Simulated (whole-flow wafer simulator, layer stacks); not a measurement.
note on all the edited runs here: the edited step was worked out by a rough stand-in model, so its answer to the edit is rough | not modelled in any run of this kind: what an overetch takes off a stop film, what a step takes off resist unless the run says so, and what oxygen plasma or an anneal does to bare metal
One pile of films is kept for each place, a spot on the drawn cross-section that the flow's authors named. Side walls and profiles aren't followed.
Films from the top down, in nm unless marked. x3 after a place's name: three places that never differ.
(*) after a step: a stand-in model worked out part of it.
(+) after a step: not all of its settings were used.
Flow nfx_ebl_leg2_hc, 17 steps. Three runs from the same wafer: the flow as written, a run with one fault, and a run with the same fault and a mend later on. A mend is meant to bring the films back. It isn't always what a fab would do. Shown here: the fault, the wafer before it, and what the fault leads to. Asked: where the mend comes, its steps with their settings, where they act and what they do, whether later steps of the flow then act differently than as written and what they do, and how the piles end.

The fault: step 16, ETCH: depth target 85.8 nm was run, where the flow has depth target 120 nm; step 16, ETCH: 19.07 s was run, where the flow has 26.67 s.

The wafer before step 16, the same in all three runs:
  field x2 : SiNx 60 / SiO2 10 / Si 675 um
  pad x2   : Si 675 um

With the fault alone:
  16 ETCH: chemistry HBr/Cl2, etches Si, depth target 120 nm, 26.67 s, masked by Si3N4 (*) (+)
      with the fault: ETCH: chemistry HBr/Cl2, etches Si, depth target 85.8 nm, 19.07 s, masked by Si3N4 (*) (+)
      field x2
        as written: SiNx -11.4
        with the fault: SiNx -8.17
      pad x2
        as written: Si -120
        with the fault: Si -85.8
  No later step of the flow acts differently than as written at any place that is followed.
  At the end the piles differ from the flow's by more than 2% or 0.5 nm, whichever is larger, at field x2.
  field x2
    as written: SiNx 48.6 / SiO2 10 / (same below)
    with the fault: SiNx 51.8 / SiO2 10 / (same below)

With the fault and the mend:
  The mend comes after step 17.
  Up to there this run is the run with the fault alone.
  17a ETCH: chemistry HBr/Cl2, etches Si, depth target 34.2 nm, 7.6 s, masked by Si3N4 (*) (+) (the flow's step 16 once more, with other settings)
      field x2
        SiNx -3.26
      pad x2
        Si -34.2
  No later step of the flow acts differently than as written at any place that is followed.
  At the end the piles are the same as the flow's at every place that both follow.
